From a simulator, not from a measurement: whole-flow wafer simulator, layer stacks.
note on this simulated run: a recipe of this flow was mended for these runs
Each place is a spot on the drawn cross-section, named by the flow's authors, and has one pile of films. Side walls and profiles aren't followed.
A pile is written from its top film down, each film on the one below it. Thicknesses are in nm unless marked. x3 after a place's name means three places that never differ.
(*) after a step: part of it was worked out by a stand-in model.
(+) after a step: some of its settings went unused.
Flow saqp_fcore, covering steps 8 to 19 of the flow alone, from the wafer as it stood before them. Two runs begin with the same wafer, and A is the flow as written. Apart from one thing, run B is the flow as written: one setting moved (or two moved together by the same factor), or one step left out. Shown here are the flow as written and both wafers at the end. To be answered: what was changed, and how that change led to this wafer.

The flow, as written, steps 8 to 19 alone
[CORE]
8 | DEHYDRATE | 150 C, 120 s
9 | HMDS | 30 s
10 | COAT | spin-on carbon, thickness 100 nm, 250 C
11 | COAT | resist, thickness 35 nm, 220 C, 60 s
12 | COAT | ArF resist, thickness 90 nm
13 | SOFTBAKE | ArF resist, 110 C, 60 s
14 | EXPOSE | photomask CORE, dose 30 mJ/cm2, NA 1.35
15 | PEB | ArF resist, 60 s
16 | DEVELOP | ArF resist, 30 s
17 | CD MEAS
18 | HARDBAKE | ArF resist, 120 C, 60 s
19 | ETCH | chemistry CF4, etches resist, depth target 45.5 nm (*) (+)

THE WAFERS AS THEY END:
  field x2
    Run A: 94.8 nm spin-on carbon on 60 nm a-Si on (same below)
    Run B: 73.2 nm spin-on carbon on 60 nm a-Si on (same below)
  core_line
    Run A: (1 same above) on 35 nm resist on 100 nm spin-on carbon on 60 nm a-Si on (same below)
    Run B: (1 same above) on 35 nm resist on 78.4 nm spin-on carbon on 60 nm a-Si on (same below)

Cause: step 10, COAT: thickness 78.4 nm was run, whereas the flow has thickness 100 nm.
The wafer itself shows it: core_line has spin-on carbon 78.4, and step 10 as written asks for 100 nm.

Step by step, how the change led to this:
  10 | COAT | spin-on carbon, thickness 100 nm, 250 C
      field x2, core_line: A spin-on carbon gains 100 (new film) | B spin-on carbon gains 78.4 (new film)
